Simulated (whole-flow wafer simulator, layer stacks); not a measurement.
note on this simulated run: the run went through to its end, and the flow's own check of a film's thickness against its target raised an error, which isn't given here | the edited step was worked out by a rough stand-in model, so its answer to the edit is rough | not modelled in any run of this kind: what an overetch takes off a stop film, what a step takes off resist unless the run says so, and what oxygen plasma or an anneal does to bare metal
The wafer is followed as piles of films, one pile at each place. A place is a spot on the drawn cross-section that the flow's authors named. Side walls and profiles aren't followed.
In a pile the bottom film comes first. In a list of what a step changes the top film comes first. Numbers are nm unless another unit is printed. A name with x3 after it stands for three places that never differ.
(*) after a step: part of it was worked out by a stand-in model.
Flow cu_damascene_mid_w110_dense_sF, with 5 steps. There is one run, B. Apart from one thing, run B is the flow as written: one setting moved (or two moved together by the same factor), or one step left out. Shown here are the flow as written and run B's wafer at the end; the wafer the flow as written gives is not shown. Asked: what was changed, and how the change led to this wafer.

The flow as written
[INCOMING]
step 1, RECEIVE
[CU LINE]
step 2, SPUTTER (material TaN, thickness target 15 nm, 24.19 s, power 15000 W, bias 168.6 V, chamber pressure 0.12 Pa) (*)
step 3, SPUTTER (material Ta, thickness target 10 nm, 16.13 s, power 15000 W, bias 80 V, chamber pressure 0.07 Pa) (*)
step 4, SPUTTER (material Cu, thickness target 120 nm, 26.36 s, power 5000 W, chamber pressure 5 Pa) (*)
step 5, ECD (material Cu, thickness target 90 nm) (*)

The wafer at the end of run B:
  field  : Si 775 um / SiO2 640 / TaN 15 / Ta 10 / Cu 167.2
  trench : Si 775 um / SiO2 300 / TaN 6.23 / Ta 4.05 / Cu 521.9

The reason: step 5, ECD: thickness target 47.2 nm was run, whereas the flow has thickness target 90 nm.

How this came from the change, step by step:
  step 5, ECD (material Cu, thickness target 90 nm) (*)
      field: +47.2 Cu (as written it would have been: +90 Cu)
      trench: +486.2 Cu (as written it would have been: +529 Cu)
